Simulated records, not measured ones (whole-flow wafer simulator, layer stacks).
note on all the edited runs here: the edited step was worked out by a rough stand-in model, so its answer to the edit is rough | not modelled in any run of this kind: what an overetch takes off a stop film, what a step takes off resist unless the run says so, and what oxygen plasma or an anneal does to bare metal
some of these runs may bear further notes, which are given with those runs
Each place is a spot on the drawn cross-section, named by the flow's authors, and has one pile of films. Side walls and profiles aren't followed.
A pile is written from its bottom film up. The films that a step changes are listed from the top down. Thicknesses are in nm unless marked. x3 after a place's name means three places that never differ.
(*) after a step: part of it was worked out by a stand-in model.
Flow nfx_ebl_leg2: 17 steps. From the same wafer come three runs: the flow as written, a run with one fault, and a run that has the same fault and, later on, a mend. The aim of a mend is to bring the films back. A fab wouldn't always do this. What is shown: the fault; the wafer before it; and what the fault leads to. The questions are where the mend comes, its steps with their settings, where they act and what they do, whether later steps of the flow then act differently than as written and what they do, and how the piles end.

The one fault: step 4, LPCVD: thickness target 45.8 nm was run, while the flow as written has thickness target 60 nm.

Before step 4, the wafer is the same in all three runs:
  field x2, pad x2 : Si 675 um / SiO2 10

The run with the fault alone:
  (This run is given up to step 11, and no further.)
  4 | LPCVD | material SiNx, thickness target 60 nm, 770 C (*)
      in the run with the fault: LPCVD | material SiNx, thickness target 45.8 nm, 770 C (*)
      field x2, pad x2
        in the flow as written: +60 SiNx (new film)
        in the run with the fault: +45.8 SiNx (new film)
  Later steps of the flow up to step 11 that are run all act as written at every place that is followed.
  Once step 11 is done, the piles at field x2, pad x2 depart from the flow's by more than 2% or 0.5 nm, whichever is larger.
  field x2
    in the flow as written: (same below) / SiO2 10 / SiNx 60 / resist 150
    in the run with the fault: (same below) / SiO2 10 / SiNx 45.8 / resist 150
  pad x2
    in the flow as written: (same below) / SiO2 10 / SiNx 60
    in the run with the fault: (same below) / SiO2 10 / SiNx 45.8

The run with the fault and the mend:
  After step 5 comes the mend.
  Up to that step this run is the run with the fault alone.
  5a | LPCVD | material SiNx, thickness target 14.2 nm, 770 C (*) (the flow's step 4 again, with other settings)
      field x2, pad x2
        +14.2 SiNx
  Later steps of the flow that are run all act as written at every place that is followed.
  At every place that both follow, the piles at the end match the flow's.
